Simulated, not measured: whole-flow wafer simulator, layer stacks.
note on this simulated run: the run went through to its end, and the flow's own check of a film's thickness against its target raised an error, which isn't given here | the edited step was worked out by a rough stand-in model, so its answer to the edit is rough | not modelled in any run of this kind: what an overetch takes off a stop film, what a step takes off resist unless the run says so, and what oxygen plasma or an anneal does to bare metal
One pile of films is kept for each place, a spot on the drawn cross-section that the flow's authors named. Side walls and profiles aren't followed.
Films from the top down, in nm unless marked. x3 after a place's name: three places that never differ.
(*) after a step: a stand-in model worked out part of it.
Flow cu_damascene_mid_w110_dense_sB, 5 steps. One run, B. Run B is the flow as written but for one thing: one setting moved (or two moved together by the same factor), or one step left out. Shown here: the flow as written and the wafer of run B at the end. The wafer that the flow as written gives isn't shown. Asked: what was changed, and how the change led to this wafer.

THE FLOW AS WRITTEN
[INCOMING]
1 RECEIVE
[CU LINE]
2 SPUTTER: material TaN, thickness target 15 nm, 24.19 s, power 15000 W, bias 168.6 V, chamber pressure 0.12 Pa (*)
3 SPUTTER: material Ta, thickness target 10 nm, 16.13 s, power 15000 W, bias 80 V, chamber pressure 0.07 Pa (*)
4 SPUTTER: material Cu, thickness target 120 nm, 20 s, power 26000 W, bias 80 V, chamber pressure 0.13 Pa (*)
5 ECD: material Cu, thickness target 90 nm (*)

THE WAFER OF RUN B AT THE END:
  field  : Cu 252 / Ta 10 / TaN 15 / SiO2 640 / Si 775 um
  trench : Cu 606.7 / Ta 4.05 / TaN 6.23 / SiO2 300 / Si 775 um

The cause: step 4, SPUTTER: thickness target 162 nm was run, where the flow has thickness target 120 nm; step 4, SPUTTER: 27 s was run, where the flow has 20 s.

How the change led to this, step by step:
  4 SPUTTER: material Cu, thickness target 120 nm, 20 s, power 26000 W, bias 80 V, chamber pressure 0.13 Pa (*)
      field: Cu +162 (new film) (as written it would be: Cu +120 (new film))
      trench: Cu +67.4 (new film) (as written it would be: Cu +49.9 (new film))
  5 ECD: material Cu, thickness target 90 nm (*)
      trench: Cu +539.3 (as written it would be: Cu +514.8)
